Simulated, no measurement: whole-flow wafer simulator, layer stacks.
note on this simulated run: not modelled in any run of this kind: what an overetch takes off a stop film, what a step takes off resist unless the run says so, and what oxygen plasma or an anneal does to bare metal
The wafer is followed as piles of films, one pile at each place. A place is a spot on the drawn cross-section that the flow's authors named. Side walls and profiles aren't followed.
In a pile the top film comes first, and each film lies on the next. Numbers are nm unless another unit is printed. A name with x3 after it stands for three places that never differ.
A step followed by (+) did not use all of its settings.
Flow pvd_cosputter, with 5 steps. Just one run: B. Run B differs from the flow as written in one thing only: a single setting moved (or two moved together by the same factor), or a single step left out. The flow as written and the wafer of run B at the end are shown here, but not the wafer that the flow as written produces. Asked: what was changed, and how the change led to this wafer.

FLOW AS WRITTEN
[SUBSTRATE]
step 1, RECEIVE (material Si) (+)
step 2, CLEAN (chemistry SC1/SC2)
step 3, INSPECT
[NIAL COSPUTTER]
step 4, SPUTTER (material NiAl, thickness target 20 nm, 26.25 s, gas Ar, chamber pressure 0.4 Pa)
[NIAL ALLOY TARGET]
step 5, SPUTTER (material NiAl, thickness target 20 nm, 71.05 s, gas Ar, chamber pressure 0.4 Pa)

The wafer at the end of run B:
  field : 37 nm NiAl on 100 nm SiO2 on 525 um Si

What caused this: step 4, SPUTTER: thickness target 17 nm was run, while the flow as written has thickness target 20 nm; step 4, SPUTTER: 22.31 s was run, where the flow has 26.25 s.

How this came from the change, step by step:
  step 4, SPUTTER (material NiAl, thickness target 20 nm, 26.25 s, gas Ar, chamber pressure 0.4 Pa)
      field: NiAl gains 17 (new film) (it would be, as written: NiAl gains 20 (new film))
